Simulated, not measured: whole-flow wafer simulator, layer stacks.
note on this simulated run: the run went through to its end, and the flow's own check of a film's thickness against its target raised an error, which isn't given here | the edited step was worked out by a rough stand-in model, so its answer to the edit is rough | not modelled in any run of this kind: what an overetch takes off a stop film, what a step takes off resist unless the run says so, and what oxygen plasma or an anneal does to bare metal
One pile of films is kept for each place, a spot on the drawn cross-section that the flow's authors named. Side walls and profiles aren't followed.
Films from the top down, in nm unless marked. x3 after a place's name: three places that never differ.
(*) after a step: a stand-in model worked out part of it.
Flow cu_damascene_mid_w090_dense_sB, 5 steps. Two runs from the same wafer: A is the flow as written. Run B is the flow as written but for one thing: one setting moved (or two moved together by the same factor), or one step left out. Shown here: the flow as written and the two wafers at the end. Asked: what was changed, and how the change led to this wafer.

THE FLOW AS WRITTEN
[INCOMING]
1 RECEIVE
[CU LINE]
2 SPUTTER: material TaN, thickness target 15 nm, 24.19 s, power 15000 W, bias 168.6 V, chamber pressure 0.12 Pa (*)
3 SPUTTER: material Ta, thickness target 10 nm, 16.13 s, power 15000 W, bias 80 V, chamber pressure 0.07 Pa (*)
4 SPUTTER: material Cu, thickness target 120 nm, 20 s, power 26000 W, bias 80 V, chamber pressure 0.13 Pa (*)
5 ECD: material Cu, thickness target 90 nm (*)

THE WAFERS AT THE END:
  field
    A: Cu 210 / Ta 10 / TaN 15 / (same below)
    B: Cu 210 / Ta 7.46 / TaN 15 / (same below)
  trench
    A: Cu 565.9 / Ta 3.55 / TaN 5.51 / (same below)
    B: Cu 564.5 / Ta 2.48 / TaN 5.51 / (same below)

The cause: step 3, SPUTTER: power 11190 W was run, where the flow has power 15000 W.

How the change led to this, step by step:
  3 SPUTTER: material Ta, thickness target 10 nm, 16.13 s, power 15000 W, bias 80 V, chamber pressure 0.07 Pa (*)
      field: A Ta +10 (new film) | B Ta +7.46 (new film)
      trench: A Ta +3.55 (new film) | B Ta +2.48 (new film)
